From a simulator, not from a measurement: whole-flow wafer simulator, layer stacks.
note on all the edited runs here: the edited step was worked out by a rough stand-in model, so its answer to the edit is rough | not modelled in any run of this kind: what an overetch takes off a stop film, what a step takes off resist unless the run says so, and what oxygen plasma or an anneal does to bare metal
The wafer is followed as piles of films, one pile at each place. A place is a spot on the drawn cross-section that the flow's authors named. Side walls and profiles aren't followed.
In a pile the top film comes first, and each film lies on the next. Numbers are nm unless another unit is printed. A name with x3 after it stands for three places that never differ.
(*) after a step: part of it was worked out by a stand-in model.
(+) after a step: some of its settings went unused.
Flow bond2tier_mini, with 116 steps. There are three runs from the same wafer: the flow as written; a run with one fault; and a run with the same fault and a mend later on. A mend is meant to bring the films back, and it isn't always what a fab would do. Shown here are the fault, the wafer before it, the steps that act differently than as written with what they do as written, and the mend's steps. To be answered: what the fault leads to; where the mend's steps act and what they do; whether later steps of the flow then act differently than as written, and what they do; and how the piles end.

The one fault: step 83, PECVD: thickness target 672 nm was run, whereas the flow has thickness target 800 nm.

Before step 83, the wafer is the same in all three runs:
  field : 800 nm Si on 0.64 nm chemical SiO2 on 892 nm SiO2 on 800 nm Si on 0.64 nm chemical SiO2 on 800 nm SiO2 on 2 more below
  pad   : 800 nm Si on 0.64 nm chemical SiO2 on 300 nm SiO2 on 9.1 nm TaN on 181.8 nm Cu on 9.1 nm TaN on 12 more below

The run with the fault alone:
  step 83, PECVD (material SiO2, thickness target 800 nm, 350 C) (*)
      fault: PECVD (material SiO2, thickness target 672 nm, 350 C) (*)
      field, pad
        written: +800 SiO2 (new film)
        fault: +672 SiO2 (new film)
  Later steps of the flow that are run all act as written at every place that is followed.
  By the end, the piles at field, pad depart from the flow's by more than 2% or 0.5 nm, whichever is larger.
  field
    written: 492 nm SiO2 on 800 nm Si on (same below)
    fault: 364 nm SiO2 on 800 nm Si on (same below)
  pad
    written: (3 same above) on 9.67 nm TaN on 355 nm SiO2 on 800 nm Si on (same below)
    fault: (3 same above) on 9.67 nm TaN on 227 nm SiO2 on 800 nm Si on (same below)

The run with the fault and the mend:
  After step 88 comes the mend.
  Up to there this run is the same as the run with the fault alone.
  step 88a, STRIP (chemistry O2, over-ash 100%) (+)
      field
        -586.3 KrF resist (all of it)
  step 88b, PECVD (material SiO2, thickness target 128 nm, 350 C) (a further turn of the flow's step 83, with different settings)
      field, pad
        +128 SiO2
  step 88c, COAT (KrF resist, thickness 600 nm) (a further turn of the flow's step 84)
      field, pad
        +600 KrF resist (new film)
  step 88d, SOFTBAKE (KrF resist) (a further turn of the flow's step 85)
      alters no film at any place that is followed
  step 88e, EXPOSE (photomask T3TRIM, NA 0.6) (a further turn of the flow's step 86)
      alters no film at any place that is followed
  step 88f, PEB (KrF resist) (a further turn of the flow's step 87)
      alters no film at any place that is followed
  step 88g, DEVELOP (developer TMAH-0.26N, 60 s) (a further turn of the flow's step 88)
      field
        -13.7 KrF resist
      pad
        -600 KrF resist (all of it)
  Later steps of the flow that are run all act as written at every place that is followed.
  At every place that both follow, the piles at the end match the flow's.
